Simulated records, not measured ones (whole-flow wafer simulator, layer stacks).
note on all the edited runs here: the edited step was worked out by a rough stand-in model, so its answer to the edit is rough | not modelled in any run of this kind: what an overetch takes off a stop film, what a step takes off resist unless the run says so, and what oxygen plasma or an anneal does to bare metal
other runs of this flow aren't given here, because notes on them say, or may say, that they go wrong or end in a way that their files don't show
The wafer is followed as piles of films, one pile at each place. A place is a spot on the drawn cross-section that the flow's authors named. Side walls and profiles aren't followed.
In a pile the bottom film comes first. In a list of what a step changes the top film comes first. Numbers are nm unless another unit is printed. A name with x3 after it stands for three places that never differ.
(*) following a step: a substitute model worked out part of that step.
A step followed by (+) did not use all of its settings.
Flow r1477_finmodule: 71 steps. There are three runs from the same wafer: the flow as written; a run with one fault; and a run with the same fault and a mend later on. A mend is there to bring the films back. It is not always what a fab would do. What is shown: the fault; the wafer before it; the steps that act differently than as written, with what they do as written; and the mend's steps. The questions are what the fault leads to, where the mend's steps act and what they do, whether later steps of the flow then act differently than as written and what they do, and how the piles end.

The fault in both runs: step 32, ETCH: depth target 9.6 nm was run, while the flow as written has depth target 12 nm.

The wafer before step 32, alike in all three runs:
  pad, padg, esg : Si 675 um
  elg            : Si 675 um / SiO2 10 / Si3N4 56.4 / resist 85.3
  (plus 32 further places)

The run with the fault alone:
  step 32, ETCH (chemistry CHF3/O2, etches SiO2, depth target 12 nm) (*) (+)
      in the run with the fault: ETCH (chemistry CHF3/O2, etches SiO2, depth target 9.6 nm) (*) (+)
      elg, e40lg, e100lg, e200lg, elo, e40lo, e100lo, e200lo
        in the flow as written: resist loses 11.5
        in the run with the fault: resist loses 9.2
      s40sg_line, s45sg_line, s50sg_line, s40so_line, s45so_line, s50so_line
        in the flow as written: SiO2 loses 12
        in the run with the fault: SiO2 loses 9.6
  Steps later in the flow that act otherwise than as written (4 other steps are not shown; they differ only slightly, by no more than 2% or 0.5 nm, whichever is larger):
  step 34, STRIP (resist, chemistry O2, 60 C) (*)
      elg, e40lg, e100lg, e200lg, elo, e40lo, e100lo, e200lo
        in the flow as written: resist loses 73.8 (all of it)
        in the run with the fault: resist loses 76.1 (all of it)
  When the end is reached, the piles differ only a little from the flow's at the places that both follow, at most by 2% or 0.5 nm, whichever is larger.

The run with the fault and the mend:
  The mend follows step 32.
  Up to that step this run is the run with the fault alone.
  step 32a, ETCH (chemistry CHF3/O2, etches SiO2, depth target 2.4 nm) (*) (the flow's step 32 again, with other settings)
      pad, padg, e40sg and 11 more
        Si loses 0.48
      elg, e40lg, e100lg, e200lg, elo, e40lo, e100lo, e200lo
        resist loses 2.3
      s40sg_line, s45sg_line, s50sg_line, s40so_line, s45so_line, s50so_line
        SiO2 loses 2.4
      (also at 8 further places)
  Every later step of the flow that is run acts as written, at every place that is followed, to within 2% or 0.5 nm, whichever is larger.
  When the end is reached, the piles differ only a little from the flow's at the places that both follow, at most by 2% or 0.5 nm, whichever is larger.
